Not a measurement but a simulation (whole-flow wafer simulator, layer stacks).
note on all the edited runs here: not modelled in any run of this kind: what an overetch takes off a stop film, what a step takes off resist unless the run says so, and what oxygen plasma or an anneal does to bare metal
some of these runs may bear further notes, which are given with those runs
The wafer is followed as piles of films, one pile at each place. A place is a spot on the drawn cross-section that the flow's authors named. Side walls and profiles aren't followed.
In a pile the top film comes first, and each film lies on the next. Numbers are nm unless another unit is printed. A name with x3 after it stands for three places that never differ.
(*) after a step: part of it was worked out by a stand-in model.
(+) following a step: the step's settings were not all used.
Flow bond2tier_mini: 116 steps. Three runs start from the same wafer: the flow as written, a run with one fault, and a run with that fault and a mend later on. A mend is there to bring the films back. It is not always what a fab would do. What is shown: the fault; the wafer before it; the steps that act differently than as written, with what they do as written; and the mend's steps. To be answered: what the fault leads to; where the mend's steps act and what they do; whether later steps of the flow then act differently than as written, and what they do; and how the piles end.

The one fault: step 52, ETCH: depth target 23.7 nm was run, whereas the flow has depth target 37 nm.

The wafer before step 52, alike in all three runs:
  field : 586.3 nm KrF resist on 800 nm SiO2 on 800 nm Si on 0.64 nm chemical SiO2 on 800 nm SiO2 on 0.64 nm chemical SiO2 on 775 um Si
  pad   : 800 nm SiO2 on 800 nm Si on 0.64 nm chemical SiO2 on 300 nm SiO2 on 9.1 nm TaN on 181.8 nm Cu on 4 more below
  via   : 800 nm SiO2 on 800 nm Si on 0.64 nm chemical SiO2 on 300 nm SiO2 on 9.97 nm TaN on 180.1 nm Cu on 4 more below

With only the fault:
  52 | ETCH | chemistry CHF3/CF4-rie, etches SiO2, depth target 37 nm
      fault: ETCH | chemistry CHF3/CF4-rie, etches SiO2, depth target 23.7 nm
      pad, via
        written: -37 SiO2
        fault: -23.7 SiO2
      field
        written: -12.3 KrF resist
        fault: -7.9 KrF resist
  Later steps of the flow acting differently than as written (7 more steps, not shown, differ only slightly: by at most 2% or 0.5 nm, whichever is larger):
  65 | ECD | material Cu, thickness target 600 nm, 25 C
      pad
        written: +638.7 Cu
        fault: +624.8 Cu
  By the end, the piles at pad depart from the flow's by more than 2% or 0.5 nm, whichever is larger.
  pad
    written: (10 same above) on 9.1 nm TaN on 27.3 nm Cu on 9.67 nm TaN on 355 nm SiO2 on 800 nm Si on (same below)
    fault: (10 same above) on 9.1 nm TaN on 13.9 nm Cu on 9.79 nm TaN on 368.3 nm SiO2 on 800 nm Si on (same below)

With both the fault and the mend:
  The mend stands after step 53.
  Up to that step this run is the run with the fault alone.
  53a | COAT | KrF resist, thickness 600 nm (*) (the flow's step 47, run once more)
      field
        +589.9 KrF resist (new film)
      pad
        +610.5 KrF resist (new film)
      via
        +609.2 KrF resist (new film)
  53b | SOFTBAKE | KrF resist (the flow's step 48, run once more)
      does not change any film at any place that is followed
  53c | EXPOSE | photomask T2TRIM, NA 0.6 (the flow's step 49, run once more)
      does not change any film at any place that is followed
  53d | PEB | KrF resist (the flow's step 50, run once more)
      does not change any film at any place that is followed
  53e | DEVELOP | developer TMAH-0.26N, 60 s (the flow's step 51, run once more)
      field
        -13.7 KrF resist
      pad
        -610.5 KrF resist (all of it)
      via
        -609.2 KrF resist (all of it)
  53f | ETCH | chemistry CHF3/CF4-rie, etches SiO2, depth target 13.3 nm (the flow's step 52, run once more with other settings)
      pad, via
        -13.3 SiO2
      field
        -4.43 KrF resist
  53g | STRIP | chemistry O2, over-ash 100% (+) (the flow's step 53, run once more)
      field
        -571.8 KrF resist (all of it)
  Every later step of the flow that is run acts as written at every place that is followed.
  At every place that both follow, the piles at the end match the flow's.
